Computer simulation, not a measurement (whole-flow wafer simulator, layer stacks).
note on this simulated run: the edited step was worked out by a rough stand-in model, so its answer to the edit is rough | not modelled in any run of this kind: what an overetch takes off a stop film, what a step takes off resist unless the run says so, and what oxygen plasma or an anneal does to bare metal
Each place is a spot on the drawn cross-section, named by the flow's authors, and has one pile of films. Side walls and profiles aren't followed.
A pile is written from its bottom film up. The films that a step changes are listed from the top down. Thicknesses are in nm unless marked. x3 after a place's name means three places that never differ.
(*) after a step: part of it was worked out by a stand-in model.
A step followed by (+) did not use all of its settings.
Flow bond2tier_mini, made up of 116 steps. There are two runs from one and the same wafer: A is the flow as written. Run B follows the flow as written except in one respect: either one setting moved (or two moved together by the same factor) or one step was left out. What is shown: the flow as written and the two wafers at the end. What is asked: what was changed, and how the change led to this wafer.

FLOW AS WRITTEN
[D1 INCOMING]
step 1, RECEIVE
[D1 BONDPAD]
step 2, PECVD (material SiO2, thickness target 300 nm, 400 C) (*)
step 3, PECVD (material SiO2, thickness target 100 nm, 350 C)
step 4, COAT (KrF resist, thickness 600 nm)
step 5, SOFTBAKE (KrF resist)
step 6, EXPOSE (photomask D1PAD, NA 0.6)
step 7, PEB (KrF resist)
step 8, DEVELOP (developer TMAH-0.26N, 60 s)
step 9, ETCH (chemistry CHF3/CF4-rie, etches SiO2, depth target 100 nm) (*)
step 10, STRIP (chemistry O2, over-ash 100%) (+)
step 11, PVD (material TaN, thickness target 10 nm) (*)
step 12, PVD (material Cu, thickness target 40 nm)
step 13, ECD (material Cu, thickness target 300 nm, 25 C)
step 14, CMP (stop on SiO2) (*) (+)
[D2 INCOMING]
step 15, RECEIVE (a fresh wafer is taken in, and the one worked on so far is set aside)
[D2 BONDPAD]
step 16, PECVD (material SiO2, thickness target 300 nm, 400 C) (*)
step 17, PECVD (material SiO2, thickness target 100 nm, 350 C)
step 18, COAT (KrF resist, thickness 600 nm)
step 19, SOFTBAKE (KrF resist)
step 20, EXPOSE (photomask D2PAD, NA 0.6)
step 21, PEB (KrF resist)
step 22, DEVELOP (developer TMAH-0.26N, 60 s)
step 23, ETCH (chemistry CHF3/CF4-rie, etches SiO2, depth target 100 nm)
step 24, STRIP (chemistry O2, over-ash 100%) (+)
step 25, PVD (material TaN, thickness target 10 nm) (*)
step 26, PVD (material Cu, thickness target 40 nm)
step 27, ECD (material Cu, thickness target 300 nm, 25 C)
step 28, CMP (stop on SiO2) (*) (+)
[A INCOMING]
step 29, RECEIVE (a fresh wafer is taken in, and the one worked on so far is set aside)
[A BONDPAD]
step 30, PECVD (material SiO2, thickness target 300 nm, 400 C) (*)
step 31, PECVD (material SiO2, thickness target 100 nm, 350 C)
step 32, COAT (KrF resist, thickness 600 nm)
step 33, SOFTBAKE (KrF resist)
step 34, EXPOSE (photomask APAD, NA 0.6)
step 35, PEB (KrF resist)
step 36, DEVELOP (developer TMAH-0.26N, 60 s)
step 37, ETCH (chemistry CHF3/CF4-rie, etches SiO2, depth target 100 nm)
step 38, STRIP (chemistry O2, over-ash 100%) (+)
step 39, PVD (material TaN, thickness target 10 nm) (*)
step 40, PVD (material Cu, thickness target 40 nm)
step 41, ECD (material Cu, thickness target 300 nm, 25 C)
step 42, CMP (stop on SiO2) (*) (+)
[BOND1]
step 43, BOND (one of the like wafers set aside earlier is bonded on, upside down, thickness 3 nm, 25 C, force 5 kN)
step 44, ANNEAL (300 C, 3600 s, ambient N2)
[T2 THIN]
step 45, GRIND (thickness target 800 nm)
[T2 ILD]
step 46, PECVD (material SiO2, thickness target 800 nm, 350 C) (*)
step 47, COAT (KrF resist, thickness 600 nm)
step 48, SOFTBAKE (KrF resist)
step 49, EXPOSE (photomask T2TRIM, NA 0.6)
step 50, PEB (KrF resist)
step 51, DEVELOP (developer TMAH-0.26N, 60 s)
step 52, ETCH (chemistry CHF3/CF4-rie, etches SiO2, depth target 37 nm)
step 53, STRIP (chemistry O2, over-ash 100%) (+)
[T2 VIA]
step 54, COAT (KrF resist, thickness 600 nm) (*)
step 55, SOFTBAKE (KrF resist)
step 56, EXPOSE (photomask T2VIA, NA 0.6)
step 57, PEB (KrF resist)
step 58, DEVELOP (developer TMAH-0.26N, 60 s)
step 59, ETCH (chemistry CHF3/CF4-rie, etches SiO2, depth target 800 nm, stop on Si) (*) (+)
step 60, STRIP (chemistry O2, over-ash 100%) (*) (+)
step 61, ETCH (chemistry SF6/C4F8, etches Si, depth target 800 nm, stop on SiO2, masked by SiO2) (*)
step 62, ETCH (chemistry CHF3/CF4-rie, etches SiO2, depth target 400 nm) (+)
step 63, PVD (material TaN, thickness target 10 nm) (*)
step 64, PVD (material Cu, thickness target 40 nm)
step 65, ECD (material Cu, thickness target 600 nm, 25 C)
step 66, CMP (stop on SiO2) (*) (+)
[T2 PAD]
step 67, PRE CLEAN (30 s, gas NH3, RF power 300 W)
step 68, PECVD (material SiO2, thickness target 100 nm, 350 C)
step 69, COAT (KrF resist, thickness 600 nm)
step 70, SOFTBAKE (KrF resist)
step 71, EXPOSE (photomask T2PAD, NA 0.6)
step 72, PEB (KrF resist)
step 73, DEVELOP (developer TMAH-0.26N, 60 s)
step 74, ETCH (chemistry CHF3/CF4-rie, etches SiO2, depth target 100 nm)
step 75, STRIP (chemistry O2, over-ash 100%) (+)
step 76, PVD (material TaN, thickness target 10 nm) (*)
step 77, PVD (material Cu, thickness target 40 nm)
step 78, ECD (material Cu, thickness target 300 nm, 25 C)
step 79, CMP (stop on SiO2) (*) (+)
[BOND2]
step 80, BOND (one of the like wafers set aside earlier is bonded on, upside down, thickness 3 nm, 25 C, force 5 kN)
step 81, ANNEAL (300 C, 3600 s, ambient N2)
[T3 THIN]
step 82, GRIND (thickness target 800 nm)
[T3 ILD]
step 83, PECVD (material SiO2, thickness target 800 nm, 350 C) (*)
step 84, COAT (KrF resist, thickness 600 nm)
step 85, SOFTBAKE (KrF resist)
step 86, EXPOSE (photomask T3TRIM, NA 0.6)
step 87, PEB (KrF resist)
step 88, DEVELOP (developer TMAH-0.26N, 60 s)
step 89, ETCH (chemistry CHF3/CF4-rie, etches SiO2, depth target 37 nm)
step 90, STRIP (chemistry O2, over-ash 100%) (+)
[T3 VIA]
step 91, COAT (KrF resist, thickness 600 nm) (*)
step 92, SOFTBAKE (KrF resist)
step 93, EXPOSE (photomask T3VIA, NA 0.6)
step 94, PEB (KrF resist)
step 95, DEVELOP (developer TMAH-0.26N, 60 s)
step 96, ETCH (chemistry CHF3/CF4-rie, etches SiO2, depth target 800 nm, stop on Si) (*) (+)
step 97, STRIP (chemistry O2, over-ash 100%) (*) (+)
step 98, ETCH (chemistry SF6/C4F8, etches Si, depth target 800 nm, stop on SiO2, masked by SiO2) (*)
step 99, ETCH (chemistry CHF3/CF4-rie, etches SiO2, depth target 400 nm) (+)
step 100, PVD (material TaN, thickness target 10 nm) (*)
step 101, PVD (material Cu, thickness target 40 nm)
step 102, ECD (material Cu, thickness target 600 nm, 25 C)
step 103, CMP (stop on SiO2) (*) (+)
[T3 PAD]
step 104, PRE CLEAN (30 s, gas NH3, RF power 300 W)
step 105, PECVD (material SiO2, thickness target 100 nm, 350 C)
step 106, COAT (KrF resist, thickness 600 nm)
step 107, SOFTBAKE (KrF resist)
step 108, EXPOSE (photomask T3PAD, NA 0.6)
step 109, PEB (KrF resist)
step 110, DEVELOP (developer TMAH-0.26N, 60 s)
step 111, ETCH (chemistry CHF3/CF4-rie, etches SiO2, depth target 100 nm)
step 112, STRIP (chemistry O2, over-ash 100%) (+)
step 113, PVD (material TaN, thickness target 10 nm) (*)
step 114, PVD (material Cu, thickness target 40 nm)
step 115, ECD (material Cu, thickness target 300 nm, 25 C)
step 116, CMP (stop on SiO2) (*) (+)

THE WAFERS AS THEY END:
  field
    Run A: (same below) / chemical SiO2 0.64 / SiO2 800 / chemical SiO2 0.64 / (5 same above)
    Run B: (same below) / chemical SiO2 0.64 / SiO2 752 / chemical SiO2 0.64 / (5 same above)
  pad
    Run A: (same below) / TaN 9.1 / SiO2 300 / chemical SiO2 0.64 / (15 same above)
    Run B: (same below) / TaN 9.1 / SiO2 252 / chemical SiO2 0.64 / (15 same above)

Cause: step 2, PECVD: thickness target 252 nm was run, though the flow has thickness target 300 nm.
The wafer itself shows it: pad has SiO2 252, and step 2 as written asks for 300 nm.

How this came from the change, step by step:
  step 2, PECVD (material SiO2, thickness target 300 nm, 400 C) (*)
      field, pad, via: A SiO2 gains 300 (new film) | B SiO2 gains 252 (new film)
  step 43, BOND (one of the like wafers set aside earlier is bonded on, upside down, thickness 3 nm, 25 C, force 5 kN)
      field: A Si gains 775 um (new film), chemical SiO2 gains 0.64 (new film), SiO2 gains 400 | B Si gains 775 um (new film), chemical SiO2 gains 0.64 (new film), SiO2 gains 352
      pad: A Si gains 775 um (new film), chemical SiO2 gains 0.64 (new film), SiO2 gains 300 (new film), TaN gains 9.1 (new film), Cu gains 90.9 | B Si gains 775 um (new film), chemical SiO2 gains 0.64 (new film), SiO2 gains 252 (new film), TaN gains 9.1 (new film), Cu gains 90.9
      (as well as at 1 more place)
